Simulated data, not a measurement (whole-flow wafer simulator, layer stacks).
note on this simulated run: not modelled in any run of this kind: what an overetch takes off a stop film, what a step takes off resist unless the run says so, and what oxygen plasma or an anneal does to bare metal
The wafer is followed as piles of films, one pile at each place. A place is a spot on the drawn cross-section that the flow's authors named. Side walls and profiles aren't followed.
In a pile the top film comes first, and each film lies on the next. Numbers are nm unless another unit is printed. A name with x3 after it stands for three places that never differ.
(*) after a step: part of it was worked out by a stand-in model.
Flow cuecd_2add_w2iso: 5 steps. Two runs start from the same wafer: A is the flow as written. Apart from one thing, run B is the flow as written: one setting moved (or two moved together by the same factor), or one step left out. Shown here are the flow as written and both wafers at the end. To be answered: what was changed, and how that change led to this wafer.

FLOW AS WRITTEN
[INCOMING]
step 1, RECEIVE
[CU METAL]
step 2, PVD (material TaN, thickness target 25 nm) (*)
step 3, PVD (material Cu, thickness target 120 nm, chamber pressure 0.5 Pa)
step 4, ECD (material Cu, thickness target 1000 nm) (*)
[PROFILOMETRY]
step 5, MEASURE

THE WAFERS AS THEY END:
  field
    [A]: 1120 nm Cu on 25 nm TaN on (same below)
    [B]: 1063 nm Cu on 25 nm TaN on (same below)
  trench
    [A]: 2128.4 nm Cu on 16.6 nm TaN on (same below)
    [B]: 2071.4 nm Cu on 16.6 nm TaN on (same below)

What caused this: step 3, PVD: thickness target 63 nm was run, whereas the flow has thickness target 120 nm.

The path from the change to this, step by step:
  step 3, PVD (material Cu, thickness target 120 nm, chamber pressure 0.5 Pa)
      field: A +120 Cu (new film) | B +63 Cu (new film)
      trench: A +80.8 Cu (new film) | B +42.6 Cu (new film)
